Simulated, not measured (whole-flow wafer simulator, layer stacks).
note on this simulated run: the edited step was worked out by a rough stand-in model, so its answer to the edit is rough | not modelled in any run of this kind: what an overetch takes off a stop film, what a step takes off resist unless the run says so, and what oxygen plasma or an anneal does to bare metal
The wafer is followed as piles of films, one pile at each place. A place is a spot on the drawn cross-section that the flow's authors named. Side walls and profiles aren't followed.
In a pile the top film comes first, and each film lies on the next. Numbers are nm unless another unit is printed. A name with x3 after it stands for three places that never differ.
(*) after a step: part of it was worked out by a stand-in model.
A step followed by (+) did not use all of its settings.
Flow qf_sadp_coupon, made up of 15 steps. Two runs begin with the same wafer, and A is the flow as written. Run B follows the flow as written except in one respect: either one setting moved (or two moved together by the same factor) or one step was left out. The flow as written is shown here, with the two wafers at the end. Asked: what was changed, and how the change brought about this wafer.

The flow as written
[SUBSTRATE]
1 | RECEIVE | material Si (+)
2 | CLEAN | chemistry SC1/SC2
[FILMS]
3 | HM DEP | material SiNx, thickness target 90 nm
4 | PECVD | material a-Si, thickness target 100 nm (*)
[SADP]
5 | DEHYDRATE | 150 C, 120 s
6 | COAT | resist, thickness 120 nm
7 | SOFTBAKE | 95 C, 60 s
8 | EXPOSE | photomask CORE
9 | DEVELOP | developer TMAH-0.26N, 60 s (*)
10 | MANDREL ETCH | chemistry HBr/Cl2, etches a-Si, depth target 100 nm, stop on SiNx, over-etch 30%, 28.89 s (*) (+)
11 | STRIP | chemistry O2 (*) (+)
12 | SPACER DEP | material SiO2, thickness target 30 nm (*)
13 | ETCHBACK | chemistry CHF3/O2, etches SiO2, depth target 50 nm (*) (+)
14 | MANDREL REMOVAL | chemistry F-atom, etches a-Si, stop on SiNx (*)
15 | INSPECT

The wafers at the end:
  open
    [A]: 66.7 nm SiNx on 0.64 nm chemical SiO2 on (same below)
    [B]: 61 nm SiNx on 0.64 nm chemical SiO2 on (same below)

Cause: step 4, PECVD: thickness target 60 nm was run, whereas the flow has thickness target 100 nm.

Step by step, how the change led to this:
  4 | PECVD | material a-Si, thickness target 100 nm (*)
      m, open: A +100 a-Si (new film) | B +60 a-Si (new film)
  10 | MANDREL ETCH | chemistry HBr/Cl2, etches a-Si, depth target 100 nm, stop on SiNx, over-etch 30%, 28.89 s (*) (+)
      open: A -100 a-Si (all of it), -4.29 SiNx | B -60 a-Si (all of it), -10 SiNx
  14 | MANDREL REMOVAL | chemistry F-atom, etches a-Si, stop on SiNx (*)
      m: A -95.8 a-Si (all of it) | B -55.8 a-Si (all of it)
